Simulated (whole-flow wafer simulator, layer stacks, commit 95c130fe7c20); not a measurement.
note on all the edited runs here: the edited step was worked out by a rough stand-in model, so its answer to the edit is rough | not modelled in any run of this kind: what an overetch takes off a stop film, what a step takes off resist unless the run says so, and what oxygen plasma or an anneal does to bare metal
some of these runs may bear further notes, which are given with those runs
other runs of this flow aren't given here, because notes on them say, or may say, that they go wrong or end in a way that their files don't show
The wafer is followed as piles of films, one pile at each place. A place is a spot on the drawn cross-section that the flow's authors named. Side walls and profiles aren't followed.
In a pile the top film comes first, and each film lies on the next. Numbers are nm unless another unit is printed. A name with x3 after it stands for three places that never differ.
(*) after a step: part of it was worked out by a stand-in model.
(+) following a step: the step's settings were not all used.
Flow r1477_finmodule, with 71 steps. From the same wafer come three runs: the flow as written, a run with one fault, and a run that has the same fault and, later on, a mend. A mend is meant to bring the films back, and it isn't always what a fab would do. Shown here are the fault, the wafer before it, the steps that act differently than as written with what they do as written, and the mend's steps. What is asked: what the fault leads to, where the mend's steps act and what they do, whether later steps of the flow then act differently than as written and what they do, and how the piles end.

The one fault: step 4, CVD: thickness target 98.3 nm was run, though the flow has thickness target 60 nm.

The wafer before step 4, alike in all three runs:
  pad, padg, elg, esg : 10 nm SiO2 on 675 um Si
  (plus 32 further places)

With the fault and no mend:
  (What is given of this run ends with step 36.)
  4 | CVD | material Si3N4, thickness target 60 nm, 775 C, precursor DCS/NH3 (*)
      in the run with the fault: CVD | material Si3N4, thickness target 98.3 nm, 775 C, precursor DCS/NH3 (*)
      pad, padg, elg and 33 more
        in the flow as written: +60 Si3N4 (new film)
        in the run with the fault: +98.3 Si3N4 (new film)
  Later steps of the flow acting differently than as written:
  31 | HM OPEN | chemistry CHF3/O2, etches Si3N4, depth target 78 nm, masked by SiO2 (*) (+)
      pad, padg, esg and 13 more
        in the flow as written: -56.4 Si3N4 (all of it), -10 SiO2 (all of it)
        in the run with the fault: -78 Si3N4
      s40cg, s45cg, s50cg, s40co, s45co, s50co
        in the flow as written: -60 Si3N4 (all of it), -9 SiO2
        in the run with the fault: -78 Si3N4
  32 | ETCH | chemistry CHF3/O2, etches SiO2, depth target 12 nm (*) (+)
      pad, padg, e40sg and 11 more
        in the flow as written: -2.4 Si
        in the run with the fault: -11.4 Si3N4
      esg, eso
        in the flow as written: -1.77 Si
        in the run with the fault: -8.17 Si3N4
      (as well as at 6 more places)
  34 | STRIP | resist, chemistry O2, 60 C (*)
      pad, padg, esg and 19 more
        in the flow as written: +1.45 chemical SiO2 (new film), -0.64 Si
        in the run with the fault: nothing
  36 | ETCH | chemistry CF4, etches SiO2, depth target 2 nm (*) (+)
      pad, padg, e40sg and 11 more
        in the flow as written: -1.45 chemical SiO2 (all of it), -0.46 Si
        in the run with the fault: -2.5 Si3N4
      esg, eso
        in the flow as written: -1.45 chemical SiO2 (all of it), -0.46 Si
        in the run with the fault: -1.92 Si3N4
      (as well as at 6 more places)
  The piles after step 36 differ from the flow's at pad, padg, elg and 33 more by more than 2% or 0.5 nm, whichever is larger.
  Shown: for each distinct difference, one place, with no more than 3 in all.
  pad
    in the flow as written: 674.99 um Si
    in the run with the fault: 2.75 nm Si3N4 on 10 nm SiO2 on 675 um Si
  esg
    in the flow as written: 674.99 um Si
    in the run with the fault: 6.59 nm Si3N4 on 10 nm SiO2 on 675 um Si
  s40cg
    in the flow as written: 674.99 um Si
    in the run with the fault: 8.6 nm Si3N4 on 10 nm SiO2 on 675 um Si

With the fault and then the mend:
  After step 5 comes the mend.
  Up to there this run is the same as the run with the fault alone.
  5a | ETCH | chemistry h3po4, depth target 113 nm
      pad, padg, elg and 33 more
        -98.3 Si3N4 (all of it)
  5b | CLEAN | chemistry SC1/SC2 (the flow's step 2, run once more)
      leaves every film unchanged at each place that is followed
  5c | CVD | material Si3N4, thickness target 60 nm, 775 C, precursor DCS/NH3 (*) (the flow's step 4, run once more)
      pad, padg, elg and 33 more
        +60 Si3N4 (new film)
  None of the later steps of the flow acts differently than as written at any place that is followed.
  The piles end the same as the flow's at every place that both follow.
